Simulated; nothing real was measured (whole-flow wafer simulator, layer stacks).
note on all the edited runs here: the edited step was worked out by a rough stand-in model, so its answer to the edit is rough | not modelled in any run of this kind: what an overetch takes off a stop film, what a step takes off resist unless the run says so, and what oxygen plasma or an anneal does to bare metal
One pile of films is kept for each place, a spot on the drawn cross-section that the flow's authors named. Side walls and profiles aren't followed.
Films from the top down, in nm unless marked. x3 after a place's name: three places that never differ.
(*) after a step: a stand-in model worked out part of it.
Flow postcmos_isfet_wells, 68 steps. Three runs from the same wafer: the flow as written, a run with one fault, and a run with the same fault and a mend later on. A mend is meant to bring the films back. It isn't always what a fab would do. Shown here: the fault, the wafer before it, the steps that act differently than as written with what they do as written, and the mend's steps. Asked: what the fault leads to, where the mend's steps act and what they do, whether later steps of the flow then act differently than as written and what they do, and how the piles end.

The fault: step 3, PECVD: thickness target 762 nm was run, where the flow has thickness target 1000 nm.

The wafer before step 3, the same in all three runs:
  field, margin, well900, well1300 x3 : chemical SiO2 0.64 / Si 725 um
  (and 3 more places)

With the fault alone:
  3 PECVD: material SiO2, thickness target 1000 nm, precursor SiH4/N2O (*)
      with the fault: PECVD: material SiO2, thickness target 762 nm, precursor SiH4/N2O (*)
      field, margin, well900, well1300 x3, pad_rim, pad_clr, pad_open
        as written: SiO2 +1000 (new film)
        with the fault: SiO2 +762 (new film)
  No later step of the flow acts differently than as written at any place that is followed.
  At the end the piles differ from the flow's by more than 2% or 0.5 nm, whichever is larger, at field, margin, well900, well1300 x3, pad_rim, pad_clr, pad_open.
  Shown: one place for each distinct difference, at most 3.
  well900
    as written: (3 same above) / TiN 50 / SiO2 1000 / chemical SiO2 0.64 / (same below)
    with the fault: (3 same above) / TiN 50 / SiO2 762 / chemical SiO2 0.64 / (same below)
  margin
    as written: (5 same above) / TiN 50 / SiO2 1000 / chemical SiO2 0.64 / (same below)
    with the fault: (5 same above) / TiN 50 / SiO2 762 / chemical SiO2 0.64 / (same below)
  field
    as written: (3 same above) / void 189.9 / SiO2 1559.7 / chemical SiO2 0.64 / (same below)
    with the fault: (3 same above) / void 189.9 / SiO2 1321.7 / chemical SiO2 0.64 / (same below)

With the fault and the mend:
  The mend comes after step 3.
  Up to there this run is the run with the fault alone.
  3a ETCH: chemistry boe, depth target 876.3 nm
      field, margin, well900, well1300 x3, pad_rim, pad_clr, pad_open
        SiO2 -762 (all of it), chemical SiO2 -0.64 (all of it)
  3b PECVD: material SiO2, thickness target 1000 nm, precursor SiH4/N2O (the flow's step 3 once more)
      field, margin, well900, well1300 x3, pad_rim, pad_clr, pad_open
        SiO2 +1000 (new film)
  No later step of the flow acts differently than as written at any place that is followed.
  At the end the piles differ from the flow's by more than 2% or 0.5 nm, whichever is larger, at field, margin, well900, well1300 x3, pad_rim, pad_clr, pad_open.
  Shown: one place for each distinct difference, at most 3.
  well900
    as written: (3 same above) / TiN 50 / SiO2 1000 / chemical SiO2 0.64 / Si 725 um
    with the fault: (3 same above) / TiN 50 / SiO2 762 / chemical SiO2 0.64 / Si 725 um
    with the mend: (3 same above) / TiN 50 / SiO2 1000 / Si 725 um
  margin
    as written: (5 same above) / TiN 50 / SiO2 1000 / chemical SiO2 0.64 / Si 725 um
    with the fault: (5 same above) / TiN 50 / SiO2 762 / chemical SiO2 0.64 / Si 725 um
    with the mend: (5 same above) / TiN 50 / SiO2 1000 / Si 725 um
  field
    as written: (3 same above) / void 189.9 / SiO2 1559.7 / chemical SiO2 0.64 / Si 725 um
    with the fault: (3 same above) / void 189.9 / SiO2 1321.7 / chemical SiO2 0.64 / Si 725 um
    with the mend: (3 same above) / void 189.9 / SiO2 1559.7 / Si 725 um
